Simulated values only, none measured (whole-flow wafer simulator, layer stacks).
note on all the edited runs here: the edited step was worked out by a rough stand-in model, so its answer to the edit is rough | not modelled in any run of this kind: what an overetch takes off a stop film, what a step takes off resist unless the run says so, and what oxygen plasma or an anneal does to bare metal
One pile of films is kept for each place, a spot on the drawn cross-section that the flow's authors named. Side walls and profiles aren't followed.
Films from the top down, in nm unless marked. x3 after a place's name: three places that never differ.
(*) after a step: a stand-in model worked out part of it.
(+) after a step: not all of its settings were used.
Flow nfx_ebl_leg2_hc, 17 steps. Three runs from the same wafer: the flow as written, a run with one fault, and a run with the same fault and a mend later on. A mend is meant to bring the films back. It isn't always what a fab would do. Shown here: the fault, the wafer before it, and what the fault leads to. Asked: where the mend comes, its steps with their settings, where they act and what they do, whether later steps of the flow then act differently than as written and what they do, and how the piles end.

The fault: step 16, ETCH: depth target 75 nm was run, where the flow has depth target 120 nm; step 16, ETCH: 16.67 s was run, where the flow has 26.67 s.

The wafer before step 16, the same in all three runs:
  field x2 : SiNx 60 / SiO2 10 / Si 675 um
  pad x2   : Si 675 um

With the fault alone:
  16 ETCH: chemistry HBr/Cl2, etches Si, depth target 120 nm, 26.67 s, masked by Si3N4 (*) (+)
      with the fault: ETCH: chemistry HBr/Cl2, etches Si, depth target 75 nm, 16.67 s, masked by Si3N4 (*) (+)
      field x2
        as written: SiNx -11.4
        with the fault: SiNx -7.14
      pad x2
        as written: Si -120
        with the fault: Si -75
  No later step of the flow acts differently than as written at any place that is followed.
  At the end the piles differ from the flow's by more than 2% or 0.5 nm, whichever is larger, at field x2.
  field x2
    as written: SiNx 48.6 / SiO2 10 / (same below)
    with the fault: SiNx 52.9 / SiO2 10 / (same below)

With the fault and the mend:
  The mend comes after step 17.
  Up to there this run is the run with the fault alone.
  17a ETCH: chemistry HBr/Cl2, etches Si, depth target 45 nm, 10 s, masked by Si3N4 (*) (+) (the flow's step 16 once more, with other settings)
      field x2
        SiNx -4.29
      pad x2
        Si -45
  No later step of the flow acts differently than as written at any place that is followed.
  At the end the piles are the same as the flow's at every place that both follow.
